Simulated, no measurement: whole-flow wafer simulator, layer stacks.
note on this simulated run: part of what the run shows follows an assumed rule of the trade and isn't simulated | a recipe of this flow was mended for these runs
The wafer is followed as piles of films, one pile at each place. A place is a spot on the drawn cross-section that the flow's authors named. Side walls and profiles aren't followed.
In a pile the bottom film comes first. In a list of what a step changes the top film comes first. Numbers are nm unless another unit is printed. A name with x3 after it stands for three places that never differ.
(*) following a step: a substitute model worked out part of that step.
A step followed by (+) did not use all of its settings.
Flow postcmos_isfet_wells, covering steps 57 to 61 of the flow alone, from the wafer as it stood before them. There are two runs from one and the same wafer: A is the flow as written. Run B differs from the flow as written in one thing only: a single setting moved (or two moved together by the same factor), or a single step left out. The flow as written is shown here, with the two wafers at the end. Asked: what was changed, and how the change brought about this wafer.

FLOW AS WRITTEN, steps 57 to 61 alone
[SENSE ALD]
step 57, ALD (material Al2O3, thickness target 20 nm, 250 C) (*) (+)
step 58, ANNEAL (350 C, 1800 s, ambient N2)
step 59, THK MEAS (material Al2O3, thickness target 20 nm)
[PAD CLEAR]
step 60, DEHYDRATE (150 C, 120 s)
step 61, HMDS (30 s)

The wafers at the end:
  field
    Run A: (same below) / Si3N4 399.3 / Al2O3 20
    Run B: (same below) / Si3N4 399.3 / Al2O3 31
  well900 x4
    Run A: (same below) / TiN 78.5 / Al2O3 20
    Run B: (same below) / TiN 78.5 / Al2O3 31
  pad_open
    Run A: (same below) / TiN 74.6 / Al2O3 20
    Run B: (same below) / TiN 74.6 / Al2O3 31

The reason: step 57, ALD: thickness target 31 nm was run, whereas the flow has thickness target 20 nm.
One can read it off the wafer: field has Al2O3 31, and step 57 as written asks for 20 nm.

Step by step, how the change led to this:
  step 57, ALD (material Al2O3, thickness target 20 nm, 250 C) (*) (+)
      field, margin x3, well900 x4, pad_open: A +20 Al2O3 (new film) | B +31 Al2O3 (new film)
